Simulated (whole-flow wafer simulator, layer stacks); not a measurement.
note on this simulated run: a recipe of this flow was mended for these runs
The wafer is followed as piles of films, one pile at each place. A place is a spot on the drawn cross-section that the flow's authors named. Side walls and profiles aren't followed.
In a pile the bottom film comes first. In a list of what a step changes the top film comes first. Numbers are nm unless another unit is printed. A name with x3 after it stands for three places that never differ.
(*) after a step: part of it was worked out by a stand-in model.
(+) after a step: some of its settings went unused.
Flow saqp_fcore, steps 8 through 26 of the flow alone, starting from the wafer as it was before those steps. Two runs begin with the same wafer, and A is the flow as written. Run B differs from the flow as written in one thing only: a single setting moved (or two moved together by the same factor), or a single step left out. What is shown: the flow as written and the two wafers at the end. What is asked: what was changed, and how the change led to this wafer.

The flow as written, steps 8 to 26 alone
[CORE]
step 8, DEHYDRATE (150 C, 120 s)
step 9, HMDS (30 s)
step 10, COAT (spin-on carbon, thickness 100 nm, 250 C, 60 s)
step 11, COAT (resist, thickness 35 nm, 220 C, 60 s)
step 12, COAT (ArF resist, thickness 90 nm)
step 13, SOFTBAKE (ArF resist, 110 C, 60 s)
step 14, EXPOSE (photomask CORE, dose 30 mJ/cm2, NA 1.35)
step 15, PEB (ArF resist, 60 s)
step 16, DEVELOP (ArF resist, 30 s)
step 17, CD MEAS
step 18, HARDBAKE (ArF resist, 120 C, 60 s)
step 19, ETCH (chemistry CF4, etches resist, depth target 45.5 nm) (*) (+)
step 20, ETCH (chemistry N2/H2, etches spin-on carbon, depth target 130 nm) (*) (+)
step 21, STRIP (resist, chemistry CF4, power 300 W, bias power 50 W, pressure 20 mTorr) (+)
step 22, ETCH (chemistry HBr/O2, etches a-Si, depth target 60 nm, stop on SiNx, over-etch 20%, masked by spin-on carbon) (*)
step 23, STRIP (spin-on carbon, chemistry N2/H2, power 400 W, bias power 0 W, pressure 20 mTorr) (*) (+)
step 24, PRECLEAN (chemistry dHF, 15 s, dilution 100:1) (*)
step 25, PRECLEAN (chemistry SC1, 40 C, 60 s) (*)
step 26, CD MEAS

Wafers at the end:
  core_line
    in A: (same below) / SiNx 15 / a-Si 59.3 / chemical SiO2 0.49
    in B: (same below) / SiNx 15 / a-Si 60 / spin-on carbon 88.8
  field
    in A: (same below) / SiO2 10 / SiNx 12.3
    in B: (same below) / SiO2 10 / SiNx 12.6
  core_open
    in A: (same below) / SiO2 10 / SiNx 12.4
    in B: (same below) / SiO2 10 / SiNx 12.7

Cause: step 23, STRIP: spin-on carbon, chemistry N2/H2, power 400 W, bias power 0 W, pressure 20 mTorr (*) (+), was omitted.

The path from the change to this, step by step:
  step 25, PRECLEAN (chemistry SC1, 40 C, 60 s) (*)
      core_line: A chemical SiO2 gains 0.49 (new film), a-Si loses 0.7 | B nothing
